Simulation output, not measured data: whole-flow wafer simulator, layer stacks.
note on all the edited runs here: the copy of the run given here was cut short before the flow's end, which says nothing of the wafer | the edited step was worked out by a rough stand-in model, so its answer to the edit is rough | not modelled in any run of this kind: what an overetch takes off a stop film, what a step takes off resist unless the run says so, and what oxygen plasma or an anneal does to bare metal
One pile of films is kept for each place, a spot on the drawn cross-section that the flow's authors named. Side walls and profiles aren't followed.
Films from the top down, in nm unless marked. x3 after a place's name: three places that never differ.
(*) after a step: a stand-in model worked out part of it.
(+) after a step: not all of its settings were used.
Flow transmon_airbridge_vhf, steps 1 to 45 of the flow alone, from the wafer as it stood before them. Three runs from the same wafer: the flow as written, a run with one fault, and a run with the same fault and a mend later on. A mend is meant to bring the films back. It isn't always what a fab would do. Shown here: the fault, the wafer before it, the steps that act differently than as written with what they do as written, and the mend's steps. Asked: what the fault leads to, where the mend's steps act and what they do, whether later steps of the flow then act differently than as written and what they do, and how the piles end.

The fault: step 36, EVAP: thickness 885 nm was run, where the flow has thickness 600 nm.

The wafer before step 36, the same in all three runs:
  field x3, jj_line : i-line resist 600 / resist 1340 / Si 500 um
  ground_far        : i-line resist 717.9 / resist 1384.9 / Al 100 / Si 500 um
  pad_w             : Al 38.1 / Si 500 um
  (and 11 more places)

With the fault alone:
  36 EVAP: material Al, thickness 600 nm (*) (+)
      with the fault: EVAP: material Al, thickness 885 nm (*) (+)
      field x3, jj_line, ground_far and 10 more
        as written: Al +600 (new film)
        with the fault: Al +885 (new film)
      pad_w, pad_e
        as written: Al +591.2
        with the fault: Al +872.1
  Later steps of the flow that act differently than as written:
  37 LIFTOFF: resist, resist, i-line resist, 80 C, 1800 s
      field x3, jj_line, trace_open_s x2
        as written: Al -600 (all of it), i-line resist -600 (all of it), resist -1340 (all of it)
        with the fault: Al -885 (all of it), i-line resist -600 (all of it), resist -1340 (all of it)
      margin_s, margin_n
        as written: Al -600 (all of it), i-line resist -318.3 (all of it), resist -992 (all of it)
        with the fault: Al -885 (all of it), i-line resist -318.3 (all of it), resist -992 (all of it)
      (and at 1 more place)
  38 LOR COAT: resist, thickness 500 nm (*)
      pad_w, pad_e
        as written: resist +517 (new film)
        with the fault: resist +496.9 (new film)
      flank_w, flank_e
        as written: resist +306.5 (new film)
        with the fault: resist +300 (new film)
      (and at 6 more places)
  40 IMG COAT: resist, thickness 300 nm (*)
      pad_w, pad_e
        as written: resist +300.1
        with the fault: resist +288.8
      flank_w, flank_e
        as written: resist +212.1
        with the fault: resist +202.8
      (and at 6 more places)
  At the end the piles differ from the flow's by more than 2% or 0.5 nm, whichever is larger, at pad_w, flank_w, gap_w and 7 more.
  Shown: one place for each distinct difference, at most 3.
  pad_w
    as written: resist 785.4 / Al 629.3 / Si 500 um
    with the fault: resist 753.9 / Al 910.1 / Si 500 um
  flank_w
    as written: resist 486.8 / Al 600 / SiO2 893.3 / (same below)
    with the fault: resist 471 / Al 885 / SiO2 893.3 / (same below)
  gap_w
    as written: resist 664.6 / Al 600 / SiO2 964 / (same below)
    with the fault: resist 643.7 / Al 885 / SiO2 964 / (same below)

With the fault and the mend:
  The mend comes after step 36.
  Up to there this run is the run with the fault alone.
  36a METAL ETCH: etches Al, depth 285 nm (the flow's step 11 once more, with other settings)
      field x3, jj_line, ground_far and 12 more
        Al -285
  No later step of the flow acts differently than as written, at any place that is followed, by more than 2% or 0.5 nm, whichever is larger.
  At the end the piles differ from the flow's only slightly at the places that both follow, by at most 2% or 0.5 nm, whichever is larger.
